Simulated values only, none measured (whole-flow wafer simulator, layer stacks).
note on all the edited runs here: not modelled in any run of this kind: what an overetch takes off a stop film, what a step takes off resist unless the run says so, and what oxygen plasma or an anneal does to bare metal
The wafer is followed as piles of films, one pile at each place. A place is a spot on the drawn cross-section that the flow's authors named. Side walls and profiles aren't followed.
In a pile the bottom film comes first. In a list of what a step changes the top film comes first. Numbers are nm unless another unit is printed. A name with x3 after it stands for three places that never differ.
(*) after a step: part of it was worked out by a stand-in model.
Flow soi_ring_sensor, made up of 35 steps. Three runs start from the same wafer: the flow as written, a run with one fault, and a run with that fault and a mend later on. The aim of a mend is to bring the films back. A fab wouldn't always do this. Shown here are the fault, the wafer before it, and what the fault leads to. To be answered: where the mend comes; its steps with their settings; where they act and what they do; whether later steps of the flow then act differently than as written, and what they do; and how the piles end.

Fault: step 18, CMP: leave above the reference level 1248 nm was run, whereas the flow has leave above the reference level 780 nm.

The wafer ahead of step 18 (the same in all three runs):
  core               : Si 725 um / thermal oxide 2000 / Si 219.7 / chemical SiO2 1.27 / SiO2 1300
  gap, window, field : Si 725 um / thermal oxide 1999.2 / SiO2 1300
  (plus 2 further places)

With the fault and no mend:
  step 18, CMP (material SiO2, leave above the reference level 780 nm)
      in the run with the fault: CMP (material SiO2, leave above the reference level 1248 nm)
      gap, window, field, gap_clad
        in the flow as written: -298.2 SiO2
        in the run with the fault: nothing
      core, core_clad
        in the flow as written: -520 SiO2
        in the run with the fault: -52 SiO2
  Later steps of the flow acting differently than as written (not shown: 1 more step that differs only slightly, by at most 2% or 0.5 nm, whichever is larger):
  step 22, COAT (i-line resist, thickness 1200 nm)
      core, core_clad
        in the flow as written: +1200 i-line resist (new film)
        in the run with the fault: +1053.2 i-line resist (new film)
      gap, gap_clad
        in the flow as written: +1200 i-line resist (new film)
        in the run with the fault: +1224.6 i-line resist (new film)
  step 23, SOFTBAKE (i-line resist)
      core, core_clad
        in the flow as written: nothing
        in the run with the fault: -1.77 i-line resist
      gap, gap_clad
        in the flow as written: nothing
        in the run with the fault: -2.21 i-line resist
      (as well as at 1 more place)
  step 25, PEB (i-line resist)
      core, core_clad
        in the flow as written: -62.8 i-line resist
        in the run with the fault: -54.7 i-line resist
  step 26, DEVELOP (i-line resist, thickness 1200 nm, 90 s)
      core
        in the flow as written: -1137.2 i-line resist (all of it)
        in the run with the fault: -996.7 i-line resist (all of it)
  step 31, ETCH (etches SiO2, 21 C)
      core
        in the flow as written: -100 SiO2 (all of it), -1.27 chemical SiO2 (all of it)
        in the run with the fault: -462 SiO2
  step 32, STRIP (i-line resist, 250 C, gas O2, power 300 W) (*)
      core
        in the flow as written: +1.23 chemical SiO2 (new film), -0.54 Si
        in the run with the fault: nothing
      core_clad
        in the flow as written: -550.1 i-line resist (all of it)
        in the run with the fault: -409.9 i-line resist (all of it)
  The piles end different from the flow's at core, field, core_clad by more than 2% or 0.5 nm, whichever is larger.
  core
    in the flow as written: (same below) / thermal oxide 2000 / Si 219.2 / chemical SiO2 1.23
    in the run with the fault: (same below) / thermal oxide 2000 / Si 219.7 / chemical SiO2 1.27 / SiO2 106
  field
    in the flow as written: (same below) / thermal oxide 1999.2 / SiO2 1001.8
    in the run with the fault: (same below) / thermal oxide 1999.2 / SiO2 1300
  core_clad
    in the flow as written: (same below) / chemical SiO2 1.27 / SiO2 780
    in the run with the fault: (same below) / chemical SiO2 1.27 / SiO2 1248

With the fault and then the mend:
  After step 27 comes the mend.
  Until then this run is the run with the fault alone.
  step 27a, STRIP (i-line resist, 250 C, gas O2, power 300 W) (*)
      field
        -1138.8 i-line resist (all of it)
      core_clad
        -996.6 i-line resist (all of it)
      gap_clad
        -1158.4 i-line resist (all of it)
  step 27b, CMP (material SiO2, leave above the reference level 780 nm) (the flow's step 18 again)
      gap, window, field, gap_clad
        -298.2 SiO2
      core, core_clad
        -468 SiO2
  step 27c, HMDS (120 C, 60 s) (the flow's step 21 again)
      leaves every film unchanged at each place that is followed
  step 27d, COAT (i-line resist, thickness 1200 nm) (the flow's step 22 again)
      core, gap, window, field, core_clad, gap_clad
        +1200 i-line resist (new film)
  step 27e, SOFTBAKE (i-line resist) (the flow's step 23 again)
      leaves every film unchanged at each place that is followed
  step 27f, EXPOSE (photomask WINDOW, dose 101 mJ/cm2, NA 0.5, wavelength 365 nm) (*) (the flow's step 24 again)
      leaves every film unchanged at each place that is followed
  step 27g, PEB (i-line resist) (the flow's step 25 again)
      core, gap, window, field, core_clad, gap_clad
        -62.8 i-line resist
  step 27h, DEVELOP (i-line resist, thickness 1200 nm, 90 s) (the flow's step 26 again)
      core, gap, window
        -1137.2 i-line resist (all of it)
      field, core_clad, gap_clad
        -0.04 i-line resist
  None of the later steps of the flow acts differently than as written at any place that is followed.
  At every place that both follow, the piles at the end match the flow's.
